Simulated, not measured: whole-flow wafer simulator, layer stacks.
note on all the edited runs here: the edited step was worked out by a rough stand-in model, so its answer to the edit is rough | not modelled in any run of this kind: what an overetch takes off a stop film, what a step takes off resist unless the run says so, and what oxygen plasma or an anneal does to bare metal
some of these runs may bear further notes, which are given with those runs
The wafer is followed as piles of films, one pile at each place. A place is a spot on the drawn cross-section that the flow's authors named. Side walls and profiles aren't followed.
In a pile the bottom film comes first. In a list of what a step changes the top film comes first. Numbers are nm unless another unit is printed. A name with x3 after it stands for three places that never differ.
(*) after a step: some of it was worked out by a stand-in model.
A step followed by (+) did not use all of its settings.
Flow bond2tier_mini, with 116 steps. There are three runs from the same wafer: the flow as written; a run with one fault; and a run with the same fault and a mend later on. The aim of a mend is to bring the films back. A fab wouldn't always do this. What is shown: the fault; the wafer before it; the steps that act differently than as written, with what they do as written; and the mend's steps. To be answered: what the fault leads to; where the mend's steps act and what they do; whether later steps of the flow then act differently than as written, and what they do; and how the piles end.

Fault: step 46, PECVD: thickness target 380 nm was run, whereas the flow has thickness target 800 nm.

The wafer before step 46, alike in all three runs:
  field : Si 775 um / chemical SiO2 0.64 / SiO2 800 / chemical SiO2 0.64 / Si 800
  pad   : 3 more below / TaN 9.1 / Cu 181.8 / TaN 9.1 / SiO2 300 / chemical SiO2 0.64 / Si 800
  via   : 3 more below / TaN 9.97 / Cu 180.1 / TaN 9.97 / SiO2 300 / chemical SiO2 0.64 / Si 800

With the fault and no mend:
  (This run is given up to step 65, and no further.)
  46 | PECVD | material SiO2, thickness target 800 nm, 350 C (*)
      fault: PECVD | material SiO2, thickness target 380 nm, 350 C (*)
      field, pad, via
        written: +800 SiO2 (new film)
        fault: +380 SiO2 (new film)
  Steps later in the flow that act otherwise than as written (1 more step, not shown, differs only slightly: by at most 2% or 0.5 nm, whichever is larger):
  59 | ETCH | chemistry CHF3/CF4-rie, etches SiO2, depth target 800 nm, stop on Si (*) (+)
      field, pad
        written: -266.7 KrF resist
        fault: -171.5 KrF resist
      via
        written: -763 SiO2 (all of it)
        fault: -343 SiO2 (all of it)
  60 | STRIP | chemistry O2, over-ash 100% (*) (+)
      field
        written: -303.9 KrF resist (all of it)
        fault: -399.1 KrF resist (all of it)
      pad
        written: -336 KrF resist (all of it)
        fault: -431.1 KrF resist (all of it)
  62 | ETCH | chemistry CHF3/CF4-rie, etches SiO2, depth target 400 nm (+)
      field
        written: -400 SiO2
        fault: -372 SiO2 (all of it), -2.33 Si
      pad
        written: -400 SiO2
        fault: -335 SiO2 (all of it), -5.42 Si
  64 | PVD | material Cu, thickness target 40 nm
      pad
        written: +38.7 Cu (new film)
        fault: +40 Cu (new film)
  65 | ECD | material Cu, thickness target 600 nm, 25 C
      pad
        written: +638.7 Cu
        fault: +603.1 Cu
  The piles after step 65 differ from the flow's at field, pad by more than 2% or 0.5 nm, whichever is larger.
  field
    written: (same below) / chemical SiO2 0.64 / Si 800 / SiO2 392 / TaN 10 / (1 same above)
    fault: (same below) / chemical SiO2 0.64 / Si 797.7 / TaN 10 / (1 same above)
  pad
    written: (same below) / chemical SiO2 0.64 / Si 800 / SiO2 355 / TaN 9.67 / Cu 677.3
    fault: (same below) / chemical SiO2 0.64 / Si 794.6 / TaN 10 / Cu 643.1

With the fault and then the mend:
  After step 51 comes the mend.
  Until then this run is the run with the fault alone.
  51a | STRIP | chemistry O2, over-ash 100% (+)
      field
        -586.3 KrF resist (all of it)
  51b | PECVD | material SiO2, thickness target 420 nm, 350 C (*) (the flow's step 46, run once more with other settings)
      field, pad, via
        +420 SiO2
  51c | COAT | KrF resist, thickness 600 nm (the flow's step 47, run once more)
      field, pad, via
        +600 KrF resist (new film)
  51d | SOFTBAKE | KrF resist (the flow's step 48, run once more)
      does not change any film at any place that is followed
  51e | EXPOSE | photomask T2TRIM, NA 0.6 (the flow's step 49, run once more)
      does not change any film at any place that is followed
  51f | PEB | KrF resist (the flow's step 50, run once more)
      does not change any film at any place that is followed
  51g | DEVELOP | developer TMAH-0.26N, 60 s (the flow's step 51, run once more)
      pad, via
        -600 KrF resist (all of it)
      field
        -13.7 KrF resist
  None of the later steps of the flow acts differently than as written at any place that is followed.
  The piles end the same as the flow's at every place that both follow.
